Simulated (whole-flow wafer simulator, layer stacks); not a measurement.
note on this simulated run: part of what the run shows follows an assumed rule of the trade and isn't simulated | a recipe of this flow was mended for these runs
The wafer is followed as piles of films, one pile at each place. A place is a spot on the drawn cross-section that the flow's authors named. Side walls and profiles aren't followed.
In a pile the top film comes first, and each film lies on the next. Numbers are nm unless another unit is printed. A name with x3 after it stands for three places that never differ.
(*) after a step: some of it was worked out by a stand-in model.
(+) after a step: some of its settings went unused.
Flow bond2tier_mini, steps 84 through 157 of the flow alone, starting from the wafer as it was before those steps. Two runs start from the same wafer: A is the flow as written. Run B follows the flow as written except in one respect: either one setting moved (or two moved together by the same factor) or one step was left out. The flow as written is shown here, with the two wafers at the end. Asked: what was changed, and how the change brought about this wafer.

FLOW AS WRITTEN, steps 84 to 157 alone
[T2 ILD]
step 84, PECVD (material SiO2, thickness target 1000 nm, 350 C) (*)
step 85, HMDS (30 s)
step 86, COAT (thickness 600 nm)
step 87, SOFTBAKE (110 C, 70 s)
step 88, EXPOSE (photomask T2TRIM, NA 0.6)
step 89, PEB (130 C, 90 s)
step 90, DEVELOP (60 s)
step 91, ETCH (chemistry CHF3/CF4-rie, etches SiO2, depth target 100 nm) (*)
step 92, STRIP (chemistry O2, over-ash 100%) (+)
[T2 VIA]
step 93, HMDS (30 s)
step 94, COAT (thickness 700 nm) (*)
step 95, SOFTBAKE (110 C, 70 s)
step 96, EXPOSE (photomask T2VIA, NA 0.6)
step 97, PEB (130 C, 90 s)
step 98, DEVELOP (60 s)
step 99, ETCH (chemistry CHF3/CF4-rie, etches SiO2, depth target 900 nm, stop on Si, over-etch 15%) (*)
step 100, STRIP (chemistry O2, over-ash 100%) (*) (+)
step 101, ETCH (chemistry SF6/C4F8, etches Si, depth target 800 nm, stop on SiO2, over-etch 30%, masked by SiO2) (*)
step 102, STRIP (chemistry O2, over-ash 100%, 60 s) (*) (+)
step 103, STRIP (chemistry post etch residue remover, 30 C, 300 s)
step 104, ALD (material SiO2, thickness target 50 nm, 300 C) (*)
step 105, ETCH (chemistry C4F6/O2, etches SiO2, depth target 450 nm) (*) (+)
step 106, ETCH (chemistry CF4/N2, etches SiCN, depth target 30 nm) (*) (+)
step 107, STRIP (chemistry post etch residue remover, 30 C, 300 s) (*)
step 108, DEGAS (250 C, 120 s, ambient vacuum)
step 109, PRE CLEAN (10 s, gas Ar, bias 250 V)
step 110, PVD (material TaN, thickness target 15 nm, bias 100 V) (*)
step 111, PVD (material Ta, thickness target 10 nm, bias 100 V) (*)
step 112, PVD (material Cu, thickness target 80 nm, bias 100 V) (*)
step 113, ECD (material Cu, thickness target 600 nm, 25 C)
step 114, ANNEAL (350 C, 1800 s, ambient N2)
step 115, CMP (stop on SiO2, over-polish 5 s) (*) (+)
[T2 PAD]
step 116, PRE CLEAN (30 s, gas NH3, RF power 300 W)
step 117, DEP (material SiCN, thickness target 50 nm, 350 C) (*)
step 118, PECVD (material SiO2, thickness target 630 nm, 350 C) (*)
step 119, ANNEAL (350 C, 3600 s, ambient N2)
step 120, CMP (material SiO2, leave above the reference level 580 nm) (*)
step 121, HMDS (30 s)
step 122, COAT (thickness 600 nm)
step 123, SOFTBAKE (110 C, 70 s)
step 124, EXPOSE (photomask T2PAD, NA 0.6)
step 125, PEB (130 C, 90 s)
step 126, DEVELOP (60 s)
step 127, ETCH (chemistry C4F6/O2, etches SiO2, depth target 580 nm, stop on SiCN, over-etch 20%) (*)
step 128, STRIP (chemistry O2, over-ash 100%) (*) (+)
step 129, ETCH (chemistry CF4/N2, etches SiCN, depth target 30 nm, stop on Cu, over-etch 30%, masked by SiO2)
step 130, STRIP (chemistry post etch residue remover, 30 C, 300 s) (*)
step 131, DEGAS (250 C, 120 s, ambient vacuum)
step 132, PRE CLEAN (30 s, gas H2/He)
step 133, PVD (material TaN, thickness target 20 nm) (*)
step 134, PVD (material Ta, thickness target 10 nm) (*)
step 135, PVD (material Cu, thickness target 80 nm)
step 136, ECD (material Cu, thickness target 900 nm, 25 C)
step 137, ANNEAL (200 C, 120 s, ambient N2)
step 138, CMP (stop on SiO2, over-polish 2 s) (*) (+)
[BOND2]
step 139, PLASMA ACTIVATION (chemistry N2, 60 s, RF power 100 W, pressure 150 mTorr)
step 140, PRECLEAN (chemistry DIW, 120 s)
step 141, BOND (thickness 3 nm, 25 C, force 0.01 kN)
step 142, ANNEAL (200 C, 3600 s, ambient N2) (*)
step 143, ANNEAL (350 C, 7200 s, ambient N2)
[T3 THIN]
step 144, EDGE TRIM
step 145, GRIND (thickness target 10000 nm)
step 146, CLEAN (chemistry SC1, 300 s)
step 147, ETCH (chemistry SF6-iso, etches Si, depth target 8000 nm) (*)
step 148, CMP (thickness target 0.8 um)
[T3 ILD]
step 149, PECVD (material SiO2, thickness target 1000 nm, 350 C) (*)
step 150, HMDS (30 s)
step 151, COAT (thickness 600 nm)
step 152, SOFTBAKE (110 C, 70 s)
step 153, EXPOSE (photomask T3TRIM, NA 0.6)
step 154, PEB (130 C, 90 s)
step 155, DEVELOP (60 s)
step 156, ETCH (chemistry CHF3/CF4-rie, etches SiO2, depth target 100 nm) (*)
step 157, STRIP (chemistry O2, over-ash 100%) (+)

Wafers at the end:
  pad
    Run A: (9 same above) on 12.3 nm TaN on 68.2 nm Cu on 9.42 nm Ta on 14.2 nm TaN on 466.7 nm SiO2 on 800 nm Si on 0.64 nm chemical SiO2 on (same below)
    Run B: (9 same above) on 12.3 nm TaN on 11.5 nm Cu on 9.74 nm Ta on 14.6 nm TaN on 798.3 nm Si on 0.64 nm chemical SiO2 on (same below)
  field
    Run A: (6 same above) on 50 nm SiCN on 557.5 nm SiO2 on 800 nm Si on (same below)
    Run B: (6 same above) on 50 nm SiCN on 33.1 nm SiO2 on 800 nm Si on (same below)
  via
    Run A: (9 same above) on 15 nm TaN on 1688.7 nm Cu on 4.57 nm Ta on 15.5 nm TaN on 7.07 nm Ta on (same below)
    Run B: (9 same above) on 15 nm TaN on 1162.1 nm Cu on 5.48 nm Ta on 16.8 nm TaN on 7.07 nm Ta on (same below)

Cause: step 84, PECVD: thickness target 475 nm was run, whereas the flow has thickness target 1000 nm.

The path from the change to this, step by step:
  step 84, PECVD (material SiO2, thickness target 1000 nm, 350 C) (*)
      field, pad, via: A SiO2 gains 1000 (new film) | B SiO2 gains 475 (new film)
  step 99, ETCH (chemistry CHF3/CF4-rie, etches SiO2, depth target 900 nm, stop on Si, over-etch 15%) (*)
      field: A thick-KrF-resist loses 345 | B thick-KrF-resist loses 143.7
      pad: A thick-KrF-resist loses 345 | B thick-KrF-resist loses 143.8
      (also at 1 further place)
  step 100, STRIP (chemistry O2, over-ash 100%) (*) (+)
      field: A thick-KrF-resist loses 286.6 (all of it) | B thick-KrF-resist loses 487.9 (all of it)
      pad: A thick-KrF-resist loses 372.9 (all of it) | B thick-KrF-resist loses 574.2 (all of it)
  step 101, ETCH (chemistry SF6/C4F8, etches Si, depth target 800 nm, stop on SiO2, over-etch 30%, masked by SiO2) (*)
      field, pad: A SiO2 loses 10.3 | B SiO2 loses 9.69
      via: A Si loses 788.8 (all of it), chemical SiO2 loses 0.64 (all of it), SiO2 loses 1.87 | B Si loses 745 (all of it), chemical SiO2 loses 0.64 (all of it), SiO2 loses 2.31
  step 105, ETCH (chemistry C4F6/O2, etches SiO2, depth target 450 nm) (*) (+)
      pad: A SiO2 loses 450 | B SiO2 loses 415.3 (all of it), Si loses 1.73
  step 106, ETCH (chemistry CF4/N2, etches SiCN, depth target 30 nm) (*) (+)
      pad: A SiO2 loses 20 | B nothing
  step 109, PRE CLEAN (10 s, gas Ar, bias 250 V)
      pad: A SiO2 loses 3 | B nothing
  step 110, PVD (material TaN, thickness target 15 nm, bias 100 V) (*)
      via: A TaN gains 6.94 | B TaN gains 8.27
  step 111, PVD (material Ta, thickness target 10 nm, bias 100 V) (*)
      via: A Ta gains 4.57 (new film) | B Ta gains 5.48 (new film)
  step 112, PVD (material Cu, thickness target 80 nm, bias 100 V) (*)
      pad: A Cu gains 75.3 (new film) | B Cu gains 77.8 (new film)
      via: A Cu gains 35 (new film) | B Cu gains 42.6 (new film)
  step 113, ECD (material Cu, thickness target 600 nm, 25 C)
      pad: A Cu gains 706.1 | B Cu gains 646.9
      via: A Cu gains 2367 | B Cu gains 1832.8
